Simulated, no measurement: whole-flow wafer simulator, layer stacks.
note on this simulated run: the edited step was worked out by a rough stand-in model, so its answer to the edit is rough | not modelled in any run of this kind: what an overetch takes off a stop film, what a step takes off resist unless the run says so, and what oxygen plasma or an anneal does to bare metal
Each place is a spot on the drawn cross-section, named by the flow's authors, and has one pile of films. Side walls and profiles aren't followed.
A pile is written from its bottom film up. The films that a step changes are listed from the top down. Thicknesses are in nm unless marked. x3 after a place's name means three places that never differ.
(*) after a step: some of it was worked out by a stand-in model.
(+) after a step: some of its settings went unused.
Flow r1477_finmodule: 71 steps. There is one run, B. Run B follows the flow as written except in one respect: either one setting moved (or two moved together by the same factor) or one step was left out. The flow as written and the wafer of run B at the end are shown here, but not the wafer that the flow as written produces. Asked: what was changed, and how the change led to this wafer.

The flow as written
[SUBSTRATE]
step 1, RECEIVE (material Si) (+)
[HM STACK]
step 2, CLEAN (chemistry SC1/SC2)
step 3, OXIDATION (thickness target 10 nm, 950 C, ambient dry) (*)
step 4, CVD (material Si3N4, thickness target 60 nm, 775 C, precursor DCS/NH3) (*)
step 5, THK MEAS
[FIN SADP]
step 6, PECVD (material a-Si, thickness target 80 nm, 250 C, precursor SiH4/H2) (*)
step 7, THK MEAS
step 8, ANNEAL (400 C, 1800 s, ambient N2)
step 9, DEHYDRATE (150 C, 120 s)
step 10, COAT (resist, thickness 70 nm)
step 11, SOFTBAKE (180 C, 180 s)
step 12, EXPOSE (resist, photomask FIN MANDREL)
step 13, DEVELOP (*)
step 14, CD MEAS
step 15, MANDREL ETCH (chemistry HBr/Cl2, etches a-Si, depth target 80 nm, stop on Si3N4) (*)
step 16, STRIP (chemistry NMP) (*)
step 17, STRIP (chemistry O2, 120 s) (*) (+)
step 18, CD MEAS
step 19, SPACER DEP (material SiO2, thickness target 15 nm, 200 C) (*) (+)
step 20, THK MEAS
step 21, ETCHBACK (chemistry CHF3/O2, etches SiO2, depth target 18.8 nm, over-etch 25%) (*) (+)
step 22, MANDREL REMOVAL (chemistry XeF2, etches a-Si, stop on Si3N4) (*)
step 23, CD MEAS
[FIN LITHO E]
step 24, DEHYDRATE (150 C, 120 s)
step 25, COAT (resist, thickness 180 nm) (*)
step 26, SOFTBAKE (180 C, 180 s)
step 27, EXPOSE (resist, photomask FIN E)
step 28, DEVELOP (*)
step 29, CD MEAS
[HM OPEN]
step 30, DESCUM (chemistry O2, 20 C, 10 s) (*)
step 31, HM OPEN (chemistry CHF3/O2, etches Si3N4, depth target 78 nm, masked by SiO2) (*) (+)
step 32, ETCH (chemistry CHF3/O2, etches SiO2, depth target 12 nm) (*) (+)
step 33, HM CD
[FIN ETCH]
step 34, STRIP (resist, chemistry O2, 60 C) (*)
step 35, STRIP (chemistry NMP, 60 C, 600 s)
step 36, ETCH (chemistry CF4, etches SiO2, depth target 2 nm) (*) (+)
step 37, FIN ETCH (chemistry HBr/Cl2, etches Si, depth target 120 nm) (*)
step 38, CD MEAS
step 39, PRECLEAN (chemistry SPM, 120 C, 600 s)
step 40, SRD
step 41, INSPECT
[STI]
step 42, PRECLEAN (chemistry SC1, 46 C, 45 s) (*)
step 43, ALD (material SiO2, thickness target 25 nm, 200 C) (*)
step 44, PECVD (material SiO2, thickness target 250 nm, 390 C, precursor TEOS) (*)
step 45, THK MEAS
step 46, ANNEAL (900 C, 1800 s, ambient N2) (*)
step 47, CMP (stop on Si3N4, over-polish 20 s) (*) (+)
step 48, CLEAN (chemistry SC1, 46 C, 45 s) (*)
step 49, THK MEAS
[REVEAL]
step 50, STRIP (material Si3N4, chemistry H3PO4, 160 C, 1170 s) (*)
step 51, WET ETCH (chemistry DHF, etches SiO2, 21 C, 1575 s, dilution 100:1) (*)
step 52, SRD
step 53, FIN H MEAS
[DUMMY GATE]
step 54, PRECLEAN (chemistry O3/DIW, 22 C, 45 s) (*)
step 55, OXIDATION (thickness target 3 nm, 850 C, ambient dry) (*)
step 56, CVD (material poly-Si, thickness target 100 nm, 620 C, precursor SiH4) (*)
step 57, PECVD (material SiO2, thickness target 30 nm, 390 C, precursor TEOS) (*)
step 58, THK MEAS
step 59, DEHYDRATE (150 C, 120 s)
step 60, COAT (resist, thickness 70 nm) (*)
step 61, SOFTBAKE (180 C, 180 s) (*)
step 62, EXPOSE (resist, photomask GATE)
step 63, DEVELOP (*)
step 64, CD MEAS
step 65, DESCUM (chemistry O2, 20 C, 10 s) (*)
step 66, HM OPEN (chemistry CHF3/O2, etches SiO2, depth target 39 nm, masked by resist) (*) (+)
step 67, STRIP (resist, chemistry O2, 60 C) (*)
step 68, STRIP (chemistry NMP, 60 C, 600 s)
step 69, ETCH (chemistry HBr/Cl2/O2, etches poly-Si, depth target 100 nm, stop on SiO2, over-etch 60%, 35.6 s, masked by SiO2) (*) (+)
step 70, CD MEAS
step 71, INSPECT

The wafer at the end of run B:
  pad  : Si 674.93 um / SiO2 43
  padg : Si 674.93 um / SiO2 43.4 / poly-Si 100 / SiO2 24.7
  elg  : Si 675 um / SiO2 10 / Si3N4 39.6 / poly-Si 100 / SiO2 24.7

What caused this: step 37, FIN ETCH: depth target 60 nm was run, whereas the flow has depth target 120 nm.

How this came from the change, step by step:
  step 37, FIN ETCH (chemistry HBr/Cl2, etches Si, depth target 120 nm) (*)
      pad, padg, esg and 19 more: -60 Si (it would be, as written: -120 Si)
      elg, e40lg, e100lg, e200lg, elo, e40lo, e100lo, e200lo: -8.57 Si3N4 (it would be, as written: -17.1 Si3N4)
      (also at 6 further places)
  step 43, ALD (material SiO2, thickness target 25 nm, 200 C) (*)
      s40cg, s45cg, s50cg, s40co, s45co, s50co: +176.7 SiO2 (new film) (it would be, as written: +232.1 SiO2 (new film))
      esg: +142.8 SiO2 (new film) (it would be, as written: +194.3 SiO2 (new film))
  step 47, CMP (stop on Si3N4, over-polish 20 s) (*) (+)
      pad, padg, e40sg and 11 more: -131.8 SiO2 (it would be, as written: -71.8 SiO2)
      elg, esg, e40lg and 6 more: -250.2 SiO2 (it would be, as written: -241.6 SiO2)
      (also at 1 further place)
  step 51, WET ETCH (chemistry DHF, etches SiO2, 21 C, 1575 s, dilution 100:1) (*)
      elg, e40lg, e100lg, e200lg, elo, e40lo, e100lo, e200lo: -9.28 SiO2 (all of it), -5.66 Si3N4 (it would be, as written: -17.8 SiO2 (all of it), -4.97 Si3N4)
  step 56, CVD (material poly-Si, thickness target 100 nm, 620 C, precursor SiH4) (*)
      esg: +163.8 poly-Si (new film) (it would be, as written: +156 poly-Si (new film))
  step 60, COAT (resist, thickness 70 nm) (*)
      e40sg, eso, e40so: +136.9 resist (new film) (it would be, as written: +129.5 resist (new film))
      e100sg, e100so: +136.8 resist (new film) (it would be, as written: +129.4 resist (new film))
      (also at 2 further places)
  step 63, DEVELOP (*)
      eso, e40so: -136.9 resist (all of it) (it would be, as written: -129.5 resist (all of it))
      e100so: -136.8 resist (all of it) (it would be, as written: -129.4 resist (all of it))
      (also at 1 further place)
  step 67, STRIP (resist, chemistry O2, 60 C) (*)
      e40sg: -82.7 resist (all of it) (it would be, as written: -75.4 resist (all of it))
      e100sg: -82.7 resist (all of it) (it would be, as written: -75.3 resist (all of it))
      (also at 1 further place)
